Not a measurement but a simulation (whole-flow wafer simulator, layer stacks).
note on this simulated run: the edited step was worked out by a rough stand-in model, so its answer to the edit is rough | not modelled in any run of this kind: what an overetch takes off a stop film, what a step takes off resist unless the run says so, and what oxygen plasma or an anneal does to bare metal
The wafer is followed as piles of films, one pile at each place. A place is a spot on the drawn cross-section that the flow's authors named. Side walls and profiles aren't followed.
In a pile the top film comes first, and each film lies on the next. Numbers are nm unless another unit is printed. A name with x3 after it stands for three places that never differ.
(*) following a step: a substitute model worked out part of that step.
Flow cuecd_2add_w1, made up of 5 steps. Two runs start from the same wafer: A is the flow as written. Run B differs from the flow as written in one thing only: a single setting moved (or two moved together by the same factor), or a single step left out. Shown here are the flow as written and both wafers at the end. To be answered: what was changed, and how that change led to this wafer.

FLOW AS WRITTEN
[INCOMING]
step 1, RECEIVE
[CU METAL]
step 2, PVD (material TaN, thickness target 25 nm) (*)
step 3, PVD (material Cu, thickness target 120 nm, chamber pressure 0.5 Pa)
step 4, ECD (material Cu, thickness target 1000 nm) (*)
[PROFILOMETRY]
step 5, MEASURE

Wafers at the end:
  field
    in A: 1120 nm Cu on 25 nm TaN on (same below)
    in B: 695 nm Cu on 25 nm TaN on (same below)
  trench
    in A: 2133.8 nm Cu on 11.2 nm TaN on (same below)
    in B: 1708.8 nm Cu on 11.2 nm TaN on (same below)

What caused this: step 4, ECD: thickness target 575 nm was run, though the flow has thickness target 1000 nm.

The path from the change to this, step by step:
  step 4, ECD (material Cu, thickness target 1000 nm) (*)
      field: A +1000 Cu | B +575 Cu
      trench: A +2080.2 Cu | B +1655.2 Cu
